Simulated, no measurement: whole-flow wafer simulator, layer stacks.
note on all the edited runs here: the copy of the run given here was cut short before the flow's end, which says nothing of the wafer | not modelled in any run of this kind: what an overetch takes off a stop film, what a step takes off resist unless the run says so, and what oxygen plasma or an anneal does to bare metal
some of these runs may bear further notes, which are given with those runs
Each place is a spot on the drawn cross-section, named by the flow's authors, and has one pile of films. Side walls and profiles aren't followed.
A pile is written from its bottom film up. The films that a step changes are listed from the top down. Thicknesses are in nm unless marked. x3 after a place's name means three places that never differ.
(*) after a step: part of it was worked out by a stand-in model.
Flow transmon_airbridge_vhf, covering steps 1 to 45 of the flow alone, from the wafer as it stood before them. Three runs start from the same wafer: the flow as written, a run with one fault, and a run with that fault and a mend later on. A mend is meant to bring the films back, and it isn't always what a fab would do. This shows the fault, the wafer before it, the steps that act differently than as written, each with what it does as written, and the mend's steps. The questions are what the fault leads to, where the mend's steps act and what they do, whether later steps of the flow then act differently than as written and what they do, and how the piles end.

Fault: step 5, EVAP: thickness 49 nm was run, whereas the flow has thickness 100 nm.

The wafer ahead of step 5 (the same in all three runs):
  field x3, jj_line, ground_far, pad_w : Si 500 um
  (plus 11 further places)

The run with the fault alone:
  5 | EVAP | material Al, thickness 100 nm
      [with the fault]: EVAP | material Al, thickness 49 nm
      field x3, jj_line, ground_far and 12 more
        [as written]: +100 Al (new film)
        [with the fault]: +49 Al (new film)
  Later steps of the flow acting differently than as written (14 more steps, not shown, differ only slightly: by at most 2% or 0.5 nm, whichever is larger):
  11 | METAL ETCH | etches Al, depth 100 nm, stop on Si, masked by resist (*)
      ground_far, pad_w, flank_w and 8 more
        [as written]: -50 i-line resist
        [with the fault]: -36.8 i-line resist
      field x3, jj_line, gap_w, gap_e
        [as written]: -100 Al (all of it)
        [with the fault]: -49 Al (all of it)
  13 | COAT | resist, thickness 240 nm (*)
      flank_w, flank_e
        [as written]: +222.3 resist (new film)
        [with the fault]: +230.8 resist (new film)
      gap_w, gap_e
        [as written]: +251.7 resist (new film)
        [with the fault]: +246 resist (new film)
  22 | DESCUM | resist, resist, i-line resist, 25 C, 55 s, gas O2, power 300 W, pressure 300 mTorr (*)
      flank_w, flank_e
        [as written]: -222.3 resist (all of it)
        [with the fault]: -230.8 resist (all of it)
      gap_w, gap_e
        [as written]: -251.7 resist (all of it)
        [with the fault]: -246 resist (all of it)
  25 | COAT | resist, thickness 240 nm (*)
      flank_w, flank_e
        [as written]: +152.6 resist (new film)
        [with the fault]: +158.8 resist (new film)
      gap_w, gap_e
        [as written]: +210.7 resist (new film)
        [with the fault]: +205.2 resist (new film)
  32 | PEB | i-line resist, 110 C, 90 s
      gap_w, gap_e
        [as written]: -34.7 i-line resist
        [with the fault]: -34 i-line resist
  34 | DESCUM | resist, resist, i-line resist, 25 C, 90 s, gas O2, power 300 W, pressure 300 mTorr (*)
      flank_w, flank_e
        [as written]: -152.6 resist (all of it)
        [with the fault]: -158.8 resist (all of it)
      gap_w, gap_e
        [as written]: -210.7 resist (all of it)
        [with the fault]: -205.2 resist (all of it)
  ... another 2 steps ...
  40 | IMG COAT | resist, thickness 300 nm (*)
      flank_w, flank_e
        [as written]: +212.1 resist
        [with the fault]: +219.5 resist
  At ground_far, pad_w, flank_w and 10 more, the piles at the end differ from the flow's by more than 2% or 0.5 nm, whichever is larger.
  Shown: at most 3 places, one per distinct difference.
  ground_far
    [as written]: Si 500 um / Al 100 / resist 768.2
    [with the fault]: Si 500 um / Al 49 / resist 768.2
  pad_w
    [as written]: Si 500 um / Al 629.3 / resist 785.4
    [with the fault]: Si 499.99 um / Al 591.3 / resist 786.1
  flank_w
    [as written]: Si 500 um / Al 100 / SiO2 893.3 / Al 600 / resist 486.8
    [with the fault]: Si 500 um / Al 49 / SiO2 893 / Al 600 / resist 496.2

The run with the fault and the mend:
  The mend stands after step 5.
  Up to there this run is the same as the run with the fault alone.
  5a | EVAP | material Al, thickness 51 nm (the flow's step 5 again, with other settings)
      field x3, jj_line, ground_far and 12 more
        +51 Al
  Every later step of the flow that is run acts as written at every place that is followed.
  At every place that both follow, the piles at the end match the flow's.
